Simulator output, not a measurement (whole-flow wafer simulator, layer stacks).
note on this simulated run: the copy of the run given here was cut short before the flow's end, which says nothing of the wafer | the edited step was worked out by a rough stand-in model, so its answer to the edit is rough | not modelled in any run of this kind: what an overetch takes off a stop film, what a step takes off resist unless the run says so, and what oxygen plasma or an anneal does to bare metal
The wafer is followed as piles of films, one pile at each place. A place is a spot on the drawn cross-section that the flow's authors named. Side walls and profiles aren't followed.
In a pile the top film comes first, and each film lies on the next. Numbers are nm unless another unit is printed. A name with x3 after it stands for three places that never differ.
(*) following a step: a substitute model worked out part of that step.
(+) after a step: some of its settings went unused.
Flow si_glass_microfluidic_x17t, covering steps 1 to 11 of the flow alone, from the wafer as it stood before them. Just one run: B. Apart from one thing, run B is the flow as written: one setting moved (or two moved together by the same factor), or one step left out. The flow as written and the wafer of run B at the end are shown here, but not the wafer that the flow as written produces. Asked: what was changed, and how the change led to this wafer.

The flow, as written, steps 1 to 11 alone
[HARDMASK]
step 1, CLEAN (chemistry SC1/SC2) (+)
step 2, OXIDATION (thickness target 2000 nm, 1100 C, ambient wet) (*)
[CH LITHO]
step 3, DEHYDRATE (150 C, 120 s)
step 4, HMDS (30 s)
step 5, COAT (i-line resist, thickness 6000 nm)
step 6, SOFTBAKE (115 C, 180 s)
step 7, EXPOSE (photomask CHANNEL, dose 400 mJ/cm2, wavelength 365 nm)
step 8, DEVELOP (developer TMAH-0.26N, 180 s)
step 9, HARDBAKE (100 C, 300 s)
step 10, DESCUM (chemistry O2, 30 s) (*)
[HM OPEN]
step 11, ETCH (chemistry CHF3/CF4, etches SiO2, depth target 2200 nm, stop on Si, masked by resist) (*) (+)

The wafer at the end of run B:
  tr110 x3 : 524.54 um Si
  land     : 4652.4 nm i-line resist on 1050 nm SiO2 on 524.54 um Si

The reason: step 2, OXIDATION: thickness target 1050 nm was run, whereas the flow has thickness target 2000 nm.
The wafer lets one read it off: land has SiO2 1050, and step 2 as written asks for 2000 nm.

Step by step, how the change led to this:
  step 2, OXIDATION (thickness target 2000 nm, 1100 C, ambient wet) (*)
      land, tr110 x3: SiO2 gains 1050 (new film), chemical SiO2 loses 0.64 (all of it), Si loses 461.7 (in the flow as written it would be: SiO2 gains 2000 (new film), chemical SiO2 loses 0.64 (all of it), Si loses 879.7)
  step 11, ETCH (chemistry CHF3/CF4, etches SiO2, depth target 2200 nm, stop on Si, masked by resist) (*) (+)
      tr110 x3: SiO2 loses 1050 (all of it) (in the flow as written it would be: SiO2 loses 2000 (all of it))
      land: i-line resist loses 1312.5 (in the flow as written it would be: i-line resist loses 1833.3)
